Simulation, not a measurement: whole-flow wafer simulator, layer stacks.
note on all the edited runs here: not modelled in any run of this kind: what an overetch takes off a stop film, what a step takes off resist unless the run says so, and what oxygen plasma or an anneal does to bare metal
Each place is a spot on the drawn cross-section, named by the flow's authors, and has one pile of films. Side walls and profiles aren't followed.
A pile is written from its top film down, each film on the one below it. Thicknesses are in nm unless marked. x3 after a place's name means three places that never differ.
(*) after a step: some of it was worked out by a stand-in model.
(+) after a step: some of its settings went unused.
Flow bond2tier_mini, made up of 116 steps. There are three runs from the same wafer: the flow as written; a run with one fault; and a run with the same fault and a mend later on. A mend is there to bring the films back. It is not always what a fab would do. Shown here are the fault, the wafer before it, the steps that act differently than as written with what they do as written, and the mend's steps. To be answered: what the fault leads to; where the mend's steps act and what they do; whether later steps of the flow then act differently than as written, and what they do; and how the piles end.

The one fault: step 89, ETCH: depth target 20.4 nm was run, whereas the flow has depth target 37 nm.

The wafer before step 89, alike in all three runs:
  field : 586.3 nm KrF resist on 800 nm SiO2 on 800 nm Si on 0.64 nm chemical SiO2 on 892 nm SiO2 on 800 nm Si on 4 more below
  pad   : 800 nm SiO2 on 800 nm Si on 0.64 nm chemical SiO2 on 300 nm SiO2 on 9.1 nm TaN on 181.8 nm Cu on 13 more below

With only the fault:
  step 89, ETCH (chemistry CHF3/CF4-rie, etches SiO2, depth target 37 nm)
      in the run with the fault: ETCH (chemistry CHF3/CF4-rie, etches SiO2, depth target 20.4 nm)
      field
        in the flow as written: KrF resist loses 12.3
        in the run with the fault: KrF resist loses 6.8
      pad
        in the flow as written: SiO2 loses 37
        in the run with the fault: SiO2 loses 20.4
  Steps further on in the flow that do not act as written (not shown: 4 more steps that differ only slightly, by at most 2% or 0.5 nm, whichever is larger):
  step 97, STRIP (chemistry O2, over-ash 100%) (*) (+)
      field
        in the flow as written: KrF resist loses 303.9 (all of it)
        in the run with the fault: KrF resist loses 310.9 (all of it)
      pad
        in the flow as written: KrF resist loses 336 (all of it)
        in the run with the fault: KrF resist loses 328.6 (all of it)
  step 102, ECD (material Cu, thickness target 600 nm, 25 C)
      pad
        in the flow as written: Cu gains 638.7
        in the run with the fault: Cu gains 621.3
  At pad, the piles at the end differ from the flow's by more than 2% or 0.5 nm, whichever is larger.
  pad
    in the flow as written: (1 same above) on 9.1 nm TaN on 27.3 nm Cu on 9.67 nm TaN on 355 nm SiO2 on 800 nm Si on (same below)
    in the run with the fault: (1 same above) on 9.1 nm TaN on 10.6 nm Cu on 9.82 nm TaN on 371.6 nm SiO2 on 800 nm Si on (same below)

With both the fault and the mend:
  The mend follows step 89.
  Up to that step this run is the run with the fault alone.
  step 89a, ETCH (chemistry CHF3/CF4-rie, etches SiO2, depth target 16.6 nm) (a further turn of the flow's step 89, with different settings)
      field
        KrF resist loses 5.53
      pad
        SiO2 loses 16.6
  Every later step of the flow that is run acts as written at every place that is followed.
  At every place that both follow, the piles at the end match the flow's.
